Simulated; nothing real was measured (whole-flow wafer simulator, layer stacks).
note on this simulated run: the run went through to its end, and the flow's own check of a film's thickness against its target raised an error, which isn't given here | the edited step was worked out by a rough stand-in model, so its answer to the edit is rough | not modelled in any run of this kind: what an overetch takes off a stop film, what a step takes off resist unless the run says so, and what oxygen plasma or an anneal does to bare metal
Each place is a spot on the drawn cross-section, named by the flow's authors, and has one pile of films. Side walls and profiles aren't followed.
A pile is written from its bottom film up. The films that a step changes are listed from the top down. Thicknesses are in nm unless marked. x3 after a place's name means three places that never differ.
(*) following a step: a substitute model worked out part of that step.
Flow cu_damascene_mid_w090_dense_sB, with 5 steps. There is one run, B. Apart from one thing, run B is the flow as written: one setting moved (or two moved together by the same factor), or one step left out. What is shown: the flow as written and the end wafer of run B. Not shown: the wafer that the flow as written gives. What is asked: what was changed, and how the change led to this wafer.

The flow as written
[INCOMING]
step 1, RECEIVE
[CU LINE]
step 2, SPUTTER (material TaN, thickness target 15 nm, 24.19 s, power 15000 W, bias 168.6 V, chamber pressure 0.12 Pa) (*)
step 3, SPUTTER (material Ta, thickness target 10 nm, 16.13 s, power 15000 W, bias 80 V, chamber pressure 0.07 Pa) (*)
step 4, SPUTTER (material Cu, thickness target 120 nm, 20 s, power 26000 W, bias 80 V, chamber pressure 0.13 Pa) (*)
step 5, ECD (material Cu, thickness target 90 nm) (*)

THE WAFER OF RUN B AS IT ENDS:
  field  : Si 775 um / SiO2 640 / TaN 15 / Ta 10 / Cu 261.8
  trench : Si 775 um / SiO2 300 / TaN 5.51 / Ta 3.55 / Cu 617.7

The reason: step 5, ECD: thickness target 141.8 nm was run, while the flow as written has thickness target 90 nm.

The path from the change to this, step by step:
  step 5, ECD (material Cu, thickness target 90 nm) (*)
      field: Cu gains 141.8 (it would be, as written: Cu gains 90)
      trench: Cu gains 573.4 (it would be, as written: Cu gains 521.6)
